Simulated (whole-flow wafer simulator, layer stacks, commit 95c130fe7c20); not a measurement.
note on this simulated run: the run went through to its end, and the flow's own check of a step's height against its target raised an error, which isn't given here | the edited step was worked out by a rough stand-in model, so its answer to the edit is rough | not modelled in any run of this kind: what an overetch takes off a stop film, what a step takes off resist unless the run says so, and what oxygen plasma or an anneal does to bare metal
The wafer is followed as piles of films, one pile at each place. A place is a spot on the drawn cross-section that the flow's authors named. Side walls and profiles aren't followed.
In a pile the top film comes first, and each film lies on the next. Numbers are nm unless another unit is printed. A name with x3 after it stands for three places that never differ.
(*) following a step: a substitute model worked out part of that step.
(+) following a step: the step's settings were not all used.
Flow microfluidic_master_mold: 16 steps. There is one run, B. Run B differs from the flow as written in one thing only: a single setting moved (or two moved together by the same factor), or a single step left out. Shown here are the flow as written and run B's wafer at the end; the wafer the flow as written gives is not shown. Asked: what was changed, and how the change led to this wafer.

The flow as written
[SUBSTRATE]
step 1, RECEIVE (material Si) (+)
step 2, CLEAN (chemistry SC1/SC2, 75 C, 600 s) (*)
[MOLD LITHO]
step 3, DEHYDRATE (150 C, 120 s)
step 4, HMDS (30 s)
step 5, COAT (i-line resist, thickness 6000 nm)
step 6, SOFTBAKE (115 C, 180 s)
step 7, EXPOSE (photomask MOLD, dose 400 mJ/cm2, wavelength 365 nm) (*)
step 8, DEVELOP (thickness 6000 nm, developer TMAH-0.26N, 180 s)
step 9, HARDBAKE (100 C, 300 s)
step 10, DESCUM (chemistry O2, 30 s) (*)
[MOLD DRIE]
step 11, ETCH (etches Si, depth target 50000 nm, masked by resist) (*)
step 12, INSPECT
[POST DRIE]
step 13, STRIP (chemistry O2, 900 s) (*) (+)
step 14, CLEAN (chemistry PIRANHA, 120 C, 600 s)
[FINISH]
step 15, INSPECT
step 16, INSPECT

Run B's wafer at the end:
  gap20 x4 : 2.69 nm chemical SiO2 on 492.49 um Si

What caused this: step 11, ETCH: depth target 32500 nm was run, while the flow as written has depth target 50000 nm.

Step by step, how the change led to this:
  step 11, ETCH (etches Si, depth target 50000 nm, masked by resist) (*)
      gap20 x4: -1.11 chemical SiO2 (all of it), -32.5 um Si (in the flow as written it would be: -1.11 chemical SiO2 (all of it), -50 um Si)
      ridge: -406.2 i-line resist (in the flow as written it would be: -625 i-line resist)
  step 13, STRIP (chemistry O2, 900 s) (*) (+)
      ridge: -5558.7 i-line resist (all of it), +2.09 chemical SiO2, -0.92 Si (in the flow as written it would be: -5339.9 i-line resist (all of it), +2.09 chemical SiO2, -0.92 Si)
